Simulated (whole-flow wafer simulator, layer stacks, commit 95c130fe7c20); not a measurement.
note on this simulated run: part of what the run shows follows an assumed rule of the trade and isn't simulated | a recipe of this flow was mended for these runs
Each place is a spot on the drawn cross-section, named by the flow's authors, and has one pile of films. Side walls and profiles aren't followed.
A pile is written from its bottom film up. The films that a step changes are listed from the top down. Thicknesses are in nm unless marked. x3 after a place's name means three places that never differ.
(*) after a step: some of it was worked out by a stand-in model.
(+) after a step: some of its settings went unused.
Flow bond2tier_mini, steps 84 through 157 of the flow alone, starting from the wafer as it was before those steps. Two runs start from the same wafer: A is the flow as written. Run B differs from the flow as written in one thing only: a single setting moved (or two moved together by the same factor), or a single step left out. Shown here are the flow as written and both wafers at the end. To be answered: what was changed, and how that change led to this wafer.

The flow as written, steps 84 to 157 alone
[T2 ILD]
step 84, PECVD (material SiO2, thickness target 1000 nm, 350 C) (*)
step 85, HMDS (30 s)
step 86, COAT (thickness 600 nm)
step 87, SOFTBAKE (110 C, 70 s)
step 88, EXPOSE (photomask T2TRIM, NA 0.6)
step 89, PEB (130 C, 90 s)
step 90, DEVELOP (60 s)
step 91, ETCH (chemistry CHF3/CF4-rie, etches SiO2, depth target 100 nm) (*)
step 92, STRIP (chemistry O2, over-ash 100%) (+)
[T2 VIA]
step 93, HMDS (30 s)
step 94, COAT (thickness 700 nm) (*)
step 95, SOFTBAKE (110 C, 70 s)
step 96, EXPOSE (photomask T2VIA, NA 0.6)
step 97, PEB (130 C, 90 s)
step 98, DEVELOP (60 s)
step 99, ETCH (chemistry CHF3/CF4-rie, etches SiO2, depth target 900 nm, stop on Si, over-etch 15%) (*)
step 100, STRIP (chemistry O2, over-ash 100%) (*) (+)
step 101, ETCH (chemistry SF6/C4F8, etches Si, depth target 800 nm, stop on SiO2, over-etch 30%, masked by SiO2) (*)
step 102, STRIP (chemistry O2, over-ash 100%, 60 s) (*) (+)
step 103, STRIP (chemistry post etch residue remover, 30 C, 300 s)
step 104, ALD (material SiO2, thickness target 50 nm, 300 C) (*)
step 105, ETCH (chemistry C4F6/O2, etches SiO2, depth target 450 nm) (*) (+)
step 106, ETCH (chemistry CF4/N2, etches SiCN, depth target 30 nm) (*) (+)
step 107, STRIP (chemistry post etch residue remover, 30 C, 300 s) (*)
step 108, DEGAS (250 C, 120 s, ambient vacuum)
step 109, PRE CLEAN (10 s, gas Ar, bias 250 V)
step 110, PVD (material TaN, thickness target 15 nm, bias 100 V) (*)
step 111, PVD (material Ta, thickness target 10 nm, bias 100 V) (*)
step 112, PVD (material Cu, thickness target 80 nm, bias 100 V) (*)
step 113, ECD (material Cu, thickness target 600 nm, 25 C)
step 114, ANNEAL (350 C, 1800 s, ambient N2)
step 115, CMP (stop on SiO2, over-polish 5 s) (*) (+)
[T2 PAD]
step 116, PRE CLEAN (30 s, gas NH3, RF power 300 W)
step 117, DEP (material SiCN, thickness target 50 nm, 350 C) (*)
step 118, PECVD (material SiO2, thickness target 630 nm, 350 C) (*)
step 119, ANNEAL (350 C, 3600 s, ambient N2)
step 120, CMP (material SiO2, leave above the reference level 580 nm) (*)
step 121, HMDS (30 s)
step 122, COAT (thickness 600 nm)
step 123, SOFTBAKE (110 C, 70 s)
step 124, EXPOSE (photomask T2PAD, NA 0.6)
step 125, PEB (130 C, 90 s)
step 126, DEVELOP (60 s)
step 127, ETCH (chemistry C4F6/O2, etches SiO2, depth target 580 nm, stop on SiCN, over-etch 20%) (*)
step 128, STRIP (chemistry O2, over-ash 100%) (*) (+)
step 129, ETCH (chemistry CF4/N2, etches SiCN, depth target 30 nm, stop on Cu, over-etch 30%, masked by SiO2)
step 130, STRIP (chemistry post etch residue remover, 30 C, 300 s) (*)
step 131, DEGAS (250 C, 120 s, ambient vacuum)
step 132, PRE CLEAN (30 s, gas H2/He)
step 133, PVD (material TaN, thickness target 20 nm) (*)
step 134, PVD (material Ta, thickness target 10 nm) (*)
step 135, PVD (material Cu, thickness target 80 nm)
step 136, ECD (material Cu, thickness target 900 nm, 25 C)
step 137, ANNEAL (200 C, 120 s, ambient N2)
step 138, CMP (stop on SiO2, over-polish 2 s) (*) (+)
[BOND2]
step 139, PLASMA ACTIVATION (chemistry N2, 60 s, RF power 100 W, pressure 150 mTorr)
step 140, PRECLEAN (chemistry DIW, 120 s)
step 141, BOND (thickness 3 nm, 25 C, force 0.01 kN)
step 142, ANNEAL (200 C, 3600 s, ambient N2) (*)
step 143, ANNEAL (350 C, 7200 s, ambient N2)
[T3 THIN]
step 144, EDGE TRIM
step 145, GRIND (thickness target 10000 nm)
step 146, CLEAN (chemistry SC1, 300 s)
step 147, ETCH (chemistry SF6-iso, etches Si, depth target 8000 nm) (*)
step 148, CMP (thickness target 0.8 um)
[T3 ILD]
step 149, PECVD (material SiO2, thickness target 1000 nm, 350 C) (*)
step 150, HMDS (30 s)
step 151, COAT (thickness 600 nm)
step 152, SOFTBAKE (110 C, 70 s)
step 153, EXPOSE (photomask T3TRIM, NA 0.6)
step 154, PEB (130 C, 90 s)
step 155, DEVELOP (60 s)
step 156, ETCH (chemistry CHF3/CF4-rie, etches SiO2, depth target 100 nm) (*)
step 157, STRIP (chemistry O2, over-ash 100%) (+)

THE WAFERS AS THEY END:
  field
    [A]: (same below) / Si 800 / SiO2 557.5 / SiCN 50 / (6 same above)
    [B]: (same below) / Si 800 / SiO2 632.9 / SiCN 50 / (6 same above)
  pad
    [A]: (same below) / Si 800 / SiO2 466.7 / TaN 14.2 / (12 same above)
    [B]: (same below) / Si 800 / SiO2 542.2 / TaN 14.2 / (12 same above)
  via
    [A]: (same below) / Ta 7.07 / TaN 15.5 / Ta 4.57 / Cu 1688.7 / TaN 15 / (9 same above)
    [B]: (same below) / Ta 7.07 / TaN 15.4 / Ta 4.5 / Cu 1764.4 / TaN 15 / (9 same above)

Cause: step 84, PECVD: thickness target 1076 nm was run, though the flow has thickness target 1000 nm.

How this came from the change, step by step:
  step 84, PECVD (material SiO2, thickness target 1000 nm, 350 C) (*)
      field, pad, via: A +1000 SiO2 (new film) | B +1075.5 SiO2 (new film)
  step 99, ETCH (chemistry CHF3/CF4-rie, etches SiO2, depth target 900 nm, stop on Si, over-etch 15%) (*)
      via: A -900 SiO2 (all of it), -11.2 Si | B -975.5 SiO2 (all of it), -4.96 Si
  step 112, PVD (material Cu, thickness target 80 nm, bias 100 V) (*)
      via: A +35 Cu (new film) | B +34.3 Cu (new film)
  step 113, ECD (material Cu, thickness target 600 nm, 25 C)
      via: A +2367 Cu | B +2443.3 Cu
